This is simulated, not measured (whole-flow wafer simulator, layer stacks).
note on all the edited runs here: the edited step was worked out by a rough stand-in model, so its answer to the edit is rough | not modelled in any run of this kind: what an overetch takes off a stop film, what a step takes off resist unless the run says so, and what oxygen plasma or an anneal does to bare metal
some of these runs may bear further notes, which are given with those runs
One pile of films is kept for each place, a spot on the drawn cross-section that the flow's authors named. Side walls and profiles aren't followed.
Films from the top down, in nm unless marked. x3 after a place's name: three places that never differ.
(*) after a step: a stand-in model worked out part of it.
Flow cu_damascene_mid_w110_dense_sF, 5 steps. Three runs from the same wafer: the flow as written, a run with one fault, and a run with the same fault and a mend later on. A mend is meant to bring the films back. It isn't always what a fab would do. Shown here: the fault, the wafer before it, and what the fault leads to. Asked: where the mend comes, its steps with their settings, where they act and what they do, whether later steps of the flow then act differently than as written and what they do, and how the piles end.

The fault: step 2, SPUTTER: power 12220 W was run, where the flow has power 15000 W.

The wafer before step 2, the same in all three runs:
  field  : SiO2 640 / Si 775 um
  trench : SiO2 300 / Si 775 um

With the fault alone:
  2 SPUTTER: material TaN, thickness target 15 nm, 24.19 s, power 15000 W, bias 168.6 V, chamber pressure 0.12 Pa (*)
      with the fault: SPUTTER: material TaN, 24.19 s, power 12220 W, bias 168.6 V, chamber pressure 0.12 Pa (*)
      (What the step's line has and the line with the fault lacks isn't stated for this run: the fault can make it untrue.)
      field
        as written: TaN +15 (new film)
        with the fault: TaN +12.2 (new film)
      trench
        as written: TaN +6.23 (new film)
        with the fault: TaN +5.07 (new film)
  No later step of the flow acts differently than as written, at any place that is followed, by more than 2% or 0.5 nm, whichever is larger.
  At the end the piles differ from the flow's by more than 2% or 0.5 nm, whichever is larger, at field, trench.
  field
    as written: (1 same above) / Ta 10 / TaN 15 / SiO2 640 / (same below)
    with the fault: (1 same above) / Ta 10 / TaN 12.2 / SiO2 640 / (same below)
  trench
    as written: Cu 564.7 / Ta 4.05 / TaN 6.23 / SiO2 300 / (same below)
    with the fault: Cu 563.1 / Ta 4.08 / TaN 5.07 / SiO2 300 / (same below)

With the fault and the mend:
  The mend comes after step 2.
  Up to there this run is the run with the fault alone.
  2a SPUTTER: material TaN, 4.488 s, power 15000 W, bias 168.6 V, chamber pressure 0.12 Pa (*) (the flow's step 2 once more, with other settings)
      field
        TaN +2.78
      trench
        TaN +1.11
  No later step of the flow acts differently than as written, at any place that is followed, by more than 2% or 0.5 nm, whichever is larger.
  At the end the piles differ from the flow's only slightly at the places that both follow, by at most 2% or 0.5 nm, whichever is larger.
